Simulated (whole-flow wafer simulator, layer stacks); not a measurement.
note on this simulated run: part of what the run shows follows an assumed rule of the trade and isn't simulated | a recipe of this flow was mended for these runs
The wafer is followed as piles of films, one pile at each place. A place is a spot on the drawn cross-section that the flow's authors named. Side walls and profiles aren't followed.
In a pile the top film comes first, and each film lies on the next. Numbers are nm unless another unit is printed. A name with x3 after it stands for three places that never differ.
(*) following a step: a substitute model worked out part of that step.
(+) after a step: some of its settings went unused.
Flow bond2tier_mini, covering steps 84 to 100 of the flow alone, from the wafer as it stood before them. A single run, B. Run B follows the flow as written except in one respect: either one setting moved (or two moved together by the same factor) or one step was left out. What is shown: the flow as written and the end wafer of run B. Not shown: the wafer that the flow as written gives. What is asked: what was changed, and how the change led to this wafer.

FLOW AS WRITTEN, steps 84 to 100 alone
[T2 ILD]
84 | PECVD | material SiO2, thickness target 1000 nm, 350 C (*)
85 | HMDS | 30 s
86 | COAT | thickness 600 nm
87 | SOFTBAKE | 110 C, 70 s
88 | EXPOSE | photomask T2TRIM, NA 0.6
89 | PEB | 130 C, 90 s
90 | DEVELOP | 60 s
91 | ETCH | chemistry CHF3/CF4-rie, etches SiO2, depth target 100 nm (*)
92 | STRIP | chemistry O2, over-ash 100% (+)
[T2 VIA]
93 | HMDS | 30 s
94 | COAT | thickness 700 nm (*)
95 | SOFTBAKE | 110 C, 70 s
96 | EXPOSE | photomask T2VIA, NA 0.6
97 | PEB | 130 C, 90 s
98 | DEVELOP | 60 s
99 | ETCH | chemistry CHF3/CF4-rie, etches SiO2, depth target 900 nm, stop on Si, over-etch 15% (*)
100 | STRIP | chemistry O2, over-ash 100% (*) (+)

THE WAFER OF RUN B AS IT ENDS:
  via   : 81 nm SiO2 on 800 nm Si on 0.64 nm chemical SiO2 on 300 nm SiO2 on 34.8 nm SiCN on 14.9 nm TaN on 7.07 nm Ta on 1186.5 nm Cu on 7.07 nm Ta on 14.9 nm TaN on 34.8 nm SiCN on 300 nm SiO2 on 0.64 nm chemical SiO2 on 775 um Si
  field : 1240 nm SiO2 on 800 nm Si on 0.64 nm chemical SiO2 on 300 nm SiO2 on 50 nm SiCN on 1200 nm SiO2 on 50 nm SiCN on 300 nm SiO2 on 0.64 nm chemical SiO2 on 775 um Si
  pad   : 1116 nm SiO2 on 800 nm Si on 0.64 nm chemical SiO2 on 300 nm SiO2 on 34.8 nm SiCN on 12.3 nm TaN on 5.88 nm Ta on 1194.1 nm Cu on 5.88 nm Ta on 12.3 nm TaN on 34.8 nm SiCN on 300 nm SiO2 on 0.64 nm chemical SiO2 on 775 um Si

Cause: step 84, PECVD: thickness target 1240 nm was run, whereas the flow has thickness target 1000 nm; step 91, ETCH: depth target 124 nm was run, where the flow has depth target 100 nm.
One can read it off the wafer: field has SiO2 1240, and step 84 as written asks for 1000 nm.

Step by step, how the change led to this:
  84 | PECVD | material SiO2, thickness target 1000 nm, 350 C (*)
      field, pad, via: SiO2 gains 1240 (new film) (in the flow as written it would be: SiO2 gains 1000 (new film))
  91 | ETCH | chemistry CHF3/CF4-rie, etches SiO2, depth target 100 nm (*)
      pad, via: SiO2 loses 124 (in the flow as written it would be: SiO2 loses 100)
      field: thick-KrF-resist loses 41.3 (in the flow as written it would be: thick-KrF-resist loses 33.3)
  99 | ETCH | chemistry CHF3/CF4-rie, etches SiO2, depth target 900 nm, stop on Si, over-etch 15% (*)
      via: SiO2 loses 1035 (in the flow as written it would be: SiO2 loses 900 (all of it), Si loses 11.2)
  100 | STRIP | chemistry O2, over-ash 100% (*) (+)
      field: thick-KrF-resist loses 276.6 (all of it) (in the flow as written it would be: thick-KrF-resist loses 286.6 (all of it))
      pad: thick-KrF-resist loses 383.4 (all of it) (in the flow as written it would be: thick-KrF-resist loses 372.9 (all of it))
